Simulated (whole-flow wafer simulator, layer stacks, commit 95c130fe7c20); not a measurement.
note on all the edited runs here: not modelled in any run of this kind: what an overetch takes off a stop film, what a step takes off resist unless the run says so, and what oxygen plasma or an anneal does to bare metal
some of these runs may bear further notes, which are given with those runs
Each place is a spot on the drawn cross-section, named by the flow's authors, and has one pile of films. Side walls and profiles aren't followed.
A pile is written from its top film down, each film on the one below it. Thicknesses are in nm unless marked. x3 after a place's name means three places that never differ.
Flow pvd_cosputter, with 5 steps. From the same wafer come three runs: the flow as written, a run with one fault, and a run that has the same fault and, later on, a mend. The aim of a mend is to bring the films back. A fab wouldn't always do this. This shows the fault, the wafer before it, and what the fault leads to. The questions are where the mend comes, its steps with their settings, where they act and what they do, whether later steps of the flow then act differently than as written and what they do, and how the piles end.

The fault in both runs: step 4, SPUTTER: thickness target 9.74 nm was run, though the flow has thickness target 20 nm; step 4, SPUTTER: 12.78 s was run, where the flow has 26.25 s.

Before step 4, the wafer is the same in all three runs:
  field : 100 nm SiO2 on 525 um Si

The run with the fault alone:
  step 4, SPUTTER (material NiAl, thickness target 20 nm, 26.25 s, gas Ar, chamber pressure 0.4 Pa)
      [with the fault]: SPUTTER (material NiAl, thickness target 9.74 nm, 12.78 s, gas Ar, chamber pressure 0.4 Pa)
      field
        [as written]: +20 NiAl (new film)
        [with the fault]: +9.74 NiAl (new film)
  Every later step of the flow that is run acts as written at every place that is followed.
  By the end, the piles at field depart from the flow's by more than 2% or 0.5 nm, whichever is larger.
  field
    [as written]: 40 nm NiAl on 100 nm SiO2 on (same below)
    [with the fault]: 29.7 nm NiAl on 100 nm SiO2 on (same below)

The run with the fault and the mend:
  The mend stands after step 4.
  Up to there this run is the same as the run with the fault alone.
  step 4a, SPUTTER (material NiAl, thickness target 10.26 nm, 13.47 s, gas Ar, chamber pressure 0.4 Pa) (the flow's step 4, run once more with other settings)
      field
        +10.3 NiAl
  Every later step of the flow that is run acts as written at every place that is followed.
  At every place that both follow, the piles at the end match the flow's.
